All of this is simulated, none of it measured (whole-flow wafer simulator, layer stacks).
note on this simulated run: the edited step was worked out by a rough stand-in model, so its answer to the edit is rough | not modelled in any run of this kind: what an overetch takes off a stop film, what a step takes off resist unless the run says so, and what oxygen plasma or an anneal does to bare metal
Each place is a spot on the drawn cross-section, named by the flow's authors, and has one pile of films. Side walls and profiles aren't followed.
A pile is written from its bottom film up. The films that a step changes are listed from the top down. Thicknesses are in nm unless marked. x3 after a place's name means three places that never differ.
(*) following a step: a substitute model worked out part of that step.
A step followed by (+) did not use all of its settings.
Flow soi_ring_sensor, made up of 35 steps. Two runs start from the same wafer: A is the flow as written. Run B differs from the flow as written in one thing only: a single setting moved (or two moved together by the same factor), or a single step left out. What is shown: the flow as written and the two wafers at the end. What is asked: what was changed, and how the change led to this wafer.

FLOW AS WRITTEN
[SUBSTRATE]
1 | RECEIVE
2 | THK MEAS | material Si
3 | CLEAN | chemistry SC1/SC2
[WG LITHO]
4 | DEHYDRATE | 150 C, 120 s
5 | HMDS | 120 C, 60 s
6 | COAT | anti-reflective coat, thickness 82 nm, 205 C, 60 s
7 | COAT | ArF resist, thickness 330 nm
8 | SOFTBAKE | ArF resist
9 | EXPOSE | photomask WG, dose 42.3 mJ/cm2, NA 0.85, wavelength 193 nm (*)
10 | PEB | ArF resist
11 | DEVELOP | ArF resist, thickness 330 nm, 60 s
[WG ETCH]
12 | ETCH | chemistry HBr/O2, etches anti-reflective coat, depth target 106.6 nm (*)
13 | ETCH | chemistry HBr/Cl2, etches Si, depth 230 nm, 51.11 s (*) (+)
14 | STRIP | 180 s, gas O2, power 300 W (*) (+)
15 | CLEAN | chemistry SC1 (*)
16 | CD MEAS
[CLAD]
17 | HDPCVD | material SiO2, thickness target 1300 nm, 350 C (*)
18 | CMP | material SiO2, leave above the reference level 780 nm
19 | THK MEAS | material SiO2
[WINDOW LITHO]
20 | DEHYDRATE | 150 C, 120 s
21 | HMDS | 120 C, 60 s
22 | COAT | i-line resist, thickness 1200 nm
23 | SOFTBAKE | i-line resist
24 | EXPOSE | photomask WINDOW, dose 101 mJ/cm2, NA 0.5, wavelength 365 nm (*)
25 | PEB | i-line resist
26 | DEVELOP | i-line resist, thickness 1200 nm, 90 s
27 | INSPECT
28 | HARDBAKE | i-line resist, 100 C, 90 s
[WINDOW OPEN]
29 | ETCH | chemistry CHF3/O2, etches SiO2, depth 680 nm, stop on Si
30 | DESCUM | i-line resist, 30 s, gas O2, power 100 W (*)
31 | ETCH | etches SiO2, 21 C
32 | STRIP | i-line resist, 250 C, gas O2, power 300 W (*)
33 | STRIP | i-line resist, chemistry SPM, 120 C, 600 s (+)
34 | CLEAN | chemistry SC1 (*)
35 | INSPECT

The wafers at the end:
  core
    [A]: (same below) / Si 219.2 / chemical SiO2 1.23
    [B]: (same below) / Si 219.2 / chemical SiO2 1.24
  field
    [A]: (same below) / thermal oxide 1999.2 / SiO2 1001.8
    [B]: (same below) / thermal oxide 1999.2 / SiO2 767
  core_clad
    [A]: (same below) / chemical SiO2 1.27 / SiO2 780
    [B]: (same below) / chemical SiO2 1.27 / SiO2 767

What caused this: step 17, HDPCVD: thickness target 767 nm was run, while the flow as written has thickness target 1300 nm.

Step by step, how the change led to this:
  17 | HDPCVD | material SiO2, thickness target 1300 nm, 350 C (*)
      core, gap, window, field, core_clad, gap_clad: A +1300 SiO2 (new film) | B +767 SiO2 (new film)
  18 | CMP | material SiO2, leave above the reference level 780 nm
      gap, window, field, gap_clad: A -298.2 SiO2 | B nothing
      core, core_clad: A -520 SiO2 | B nothing
  22 | COAT | i-line resist, thickness 1200 nm
      core, core_clad: A +1200 i-line resist (new film) | B +1008.8 i-line resist (new film)
      gap, gap_clad: A +1200 i-line resist (new film) | B +1232.8 i-line resist (new film)
  23 | SOFTBAKE | i-line resist
      core, core_clad: A nothing | B -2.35 i-line resist
      gap, gap_clad: A nothing | B -2.89 i-line resist
      (also at 1 further place)
  25 | PEB | i-line resist
      core, core_clad: A -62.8 i-line resist | B -52.3 i-line resist
      gap, gap_clad: A -62.8 i-line resist | B -64.4 i-line resist
  26 | DEVELOP | i-line resist, thickness 1200 nm, 90 s
      core: A -1137.2 i-line resist (all of it) | B -954.1 i-line resist (all of it)
      gap: A -1137.2 i-line resist (all of it) | B -1165.5 i-line resist (all of it)
  31 | ETCH | etches SiO2, 21 C
      core: A -100 SiO2 (all of it), -1.27 chemical SiO2 (all of it) | B -87 SiO2 (all of it), -1.27 chemical SiO2 (all of it)
  32 | STRIP | i-line resist, 250 C, gas O2, power 300 W (*)
      core_clad: A -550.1 i-line resist (all of it) | B -367.4 i-line resist (all of it)
